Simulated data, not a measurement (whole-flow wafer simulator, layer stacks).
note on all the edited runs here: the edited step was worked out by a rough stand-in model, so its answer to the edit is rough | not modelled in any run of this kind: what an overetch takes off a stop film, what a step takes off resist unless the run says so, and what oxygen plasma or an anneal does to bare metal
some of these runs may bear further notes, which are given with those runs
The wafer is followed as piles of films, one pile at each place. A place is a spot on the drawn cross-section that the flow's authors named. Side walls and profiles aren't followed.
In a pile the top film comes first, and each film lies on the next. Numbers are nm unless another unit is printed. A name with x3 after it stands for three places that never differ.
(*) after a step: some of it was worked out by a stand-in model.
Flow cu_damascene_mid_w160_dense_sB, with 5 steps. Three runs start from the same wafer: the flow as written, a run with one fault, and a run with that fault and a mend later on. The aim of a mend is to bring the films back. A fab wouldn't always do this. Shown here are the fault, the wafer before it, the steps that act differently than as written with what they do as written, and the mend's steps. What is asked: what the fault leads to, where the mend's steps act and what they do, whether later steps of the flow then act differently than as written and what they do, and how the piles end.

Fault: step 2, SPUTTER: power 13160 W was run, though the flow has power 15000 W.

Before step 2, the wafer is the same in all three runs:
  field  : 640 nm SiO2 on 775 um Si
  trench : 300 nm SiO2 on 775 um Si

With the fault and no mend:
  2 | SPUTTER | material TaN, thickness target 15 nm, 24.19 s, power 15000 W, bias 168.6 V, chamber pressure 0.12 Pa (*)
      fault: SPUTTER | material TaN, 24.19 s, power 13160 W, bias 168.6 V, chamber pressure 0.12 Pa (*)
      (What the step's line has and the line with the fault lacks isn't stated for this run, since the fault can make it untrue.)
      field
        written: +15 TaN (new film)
        fault: +13.2 TaN (new film)
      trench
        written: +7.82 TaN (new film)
        fault: +6.86 TaN (new film)
  Every later step of the flow that is run acts as written, at every place that is followed, to within 2% or 0.5 nm, whichever is larger.
  At field, trench, the piles at the end differ from the flow's by more than 2% or 0.5 nm, whichever is larger.
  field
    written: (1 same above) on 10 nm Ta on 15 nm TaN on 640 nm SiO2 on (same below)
    fault: (1 same above) on 10 nm Ta on 13.2 nm TaN on 640 nm SiO2 on (same below)
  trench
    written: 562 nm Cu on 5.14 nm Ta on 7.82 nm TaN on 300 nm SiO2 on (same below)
    fault: 561.1 nm Cu on 5.16 nm Ta on 6.86 nm TaN on 300 nm SiO2 on (same below)

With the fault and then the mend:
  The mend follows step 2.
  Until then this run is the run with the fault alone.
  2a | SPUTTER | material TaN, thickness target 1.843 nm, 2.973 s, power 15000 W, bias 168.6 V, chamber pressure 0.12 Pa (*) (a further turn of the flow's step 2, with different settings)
      field
        +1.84 TaN
      trench
        +0.93 TaN
  Every later step of the flow that is run acts as written, at every place that is followed, to within 2% or 0.5 nm, whichever is larger.
  The piles end only slightly different from the flow's at the places that both follow, by no more than 2% or 0.5 nm, whichever is larger.
